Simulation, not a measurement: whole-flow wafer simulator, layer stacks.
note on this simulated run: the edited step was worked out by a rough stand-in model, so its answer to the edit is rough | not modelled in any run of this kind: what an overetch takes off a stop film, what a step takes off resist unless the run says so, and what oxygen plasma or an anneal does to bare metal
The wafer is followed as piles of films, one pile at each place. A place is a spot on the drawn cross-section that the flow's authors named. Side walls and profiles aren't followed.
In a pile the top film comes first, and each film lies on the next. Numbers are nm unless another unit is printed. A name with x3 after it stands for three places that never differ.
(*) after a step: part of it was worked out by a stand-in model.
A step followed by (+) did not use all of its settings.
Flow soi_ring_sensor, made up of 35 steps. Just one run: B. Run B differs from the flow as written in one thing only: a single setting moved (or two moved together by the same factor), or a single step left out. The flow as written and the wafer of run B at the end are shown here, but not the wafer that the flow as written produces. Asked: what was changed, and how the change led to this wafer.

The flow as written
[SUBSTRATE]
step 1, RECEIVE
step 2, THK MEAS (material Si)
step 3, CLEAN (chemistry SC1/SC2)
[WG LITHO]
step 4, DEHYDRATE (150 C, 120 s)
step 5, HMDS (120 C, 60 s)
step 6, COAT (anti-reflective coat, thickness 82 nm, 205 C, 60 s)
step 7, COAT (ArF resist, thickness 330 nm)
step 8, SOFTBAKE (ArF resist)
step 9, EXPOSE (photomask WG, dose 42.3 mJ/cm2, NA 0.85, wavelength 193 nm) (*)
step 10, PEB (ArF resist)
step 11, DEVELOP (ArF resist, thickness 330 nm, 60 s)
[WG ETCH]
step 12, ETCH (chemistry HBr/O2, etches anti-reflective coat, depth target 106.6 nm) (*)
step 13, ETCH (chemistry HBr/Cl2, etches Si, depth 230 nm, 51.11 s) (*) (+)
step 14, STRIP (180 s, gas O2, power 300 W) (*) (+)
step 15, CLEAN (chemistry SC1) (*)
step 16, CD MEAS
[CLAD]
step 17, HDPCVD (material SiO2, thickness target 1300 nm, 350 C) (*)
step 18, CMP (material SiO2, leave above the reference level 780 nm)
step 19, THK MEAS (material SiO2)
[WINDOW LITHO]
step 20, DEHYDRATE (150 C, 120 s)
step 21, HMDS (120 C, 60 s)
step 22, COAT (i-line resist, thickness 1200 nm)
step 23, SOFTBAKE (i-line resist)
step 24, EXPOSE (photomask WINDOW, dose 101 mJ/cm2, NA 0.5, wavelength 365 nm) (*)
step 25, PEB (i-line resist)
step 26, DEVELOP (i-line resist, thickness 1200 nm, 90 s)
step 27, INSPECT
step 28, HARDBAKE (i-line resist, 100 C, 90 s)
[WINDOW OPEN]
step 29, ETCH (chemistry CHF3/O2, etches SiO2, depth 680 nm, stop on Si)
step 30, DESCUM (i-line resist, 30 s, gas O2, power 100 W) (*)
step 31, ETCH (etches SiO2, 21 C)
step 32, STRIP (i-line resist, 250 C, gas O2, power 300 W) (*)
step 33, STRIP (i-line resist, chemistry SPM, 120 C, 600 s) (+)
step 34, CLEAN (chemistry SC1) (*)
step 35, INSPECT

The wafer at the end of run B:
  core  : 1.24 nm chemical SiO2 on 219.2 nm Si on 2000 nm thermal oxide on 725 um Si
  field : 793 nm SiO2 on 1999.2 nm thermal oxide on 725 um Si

The reason: step 17, HDPCVD: thickness target 793 nm was run, while the flow as written has thickness target 1300 nm.

The path from the change to this, step by step:
  step 17, HDPCVD (material SiO2, thickness target 1300 nm, 350 C) (*)
      core, gap, window, field, core_clad, gap_clad: SiO2 gains 793 (new film) (as written it would have been: SiO2 gains 1300 (new film))
  step 18, CMP (material SiO2, leave above the reference level 780 nm)
      gap, window, field, gap_clad: nothing (as written it would have been: SiO2 loses 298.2)
      core, core_clad: SiO2 loses 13 (as written it would have been: SiO2 loses 520)
  step 22, COAT (i-line resist, thickness 1200 nm)
      core, core_clad: i-line resist gains 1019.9 (new film) (as written it would have been: i-line resist gains 1200 (new film))
      gap, gap_clad: i-line resist gains 1230.8 (new film) (as written it would have been: i-line resist gains 1200 (new film))
  step 23, SOFTBAKE (i-line resist)
      core, core_clad: i-line resist loses 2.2 (as written it would have been: nothing)
      gap, gap_clad: i-line resist loses 2.72 (as written it would have been: nothing)
      (as well as at 1 more place)
  step 25, PEB (i-line resist)
      core, core_clad: i-line resist loses 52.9 (as written it would have been: i-line resist loses 62.8)
      gap, gap_clad: i-line resist loses 64.3 (as written it would have been: i-line resist loses 62.8)
  step 26, DEVELOP (i-line resist, thickness 1200 nm, 90 s)
      core: i-line resist loses 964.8 (all of it) (as written it would have been: i-line resist loses 1137.2 (all of it))
      gap: i-line resist loses 1163.7 (all of it) (as written it would have been: i-line resist loses 1137.2 (all of it))
  step 32, STRIP (i-line resist, 250 C, gas O2, power 300 W) (*)
      core_clad: i-line resist loses 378 (all of it) (as written it would have been: i-line resist loses 550.1 (all of it))
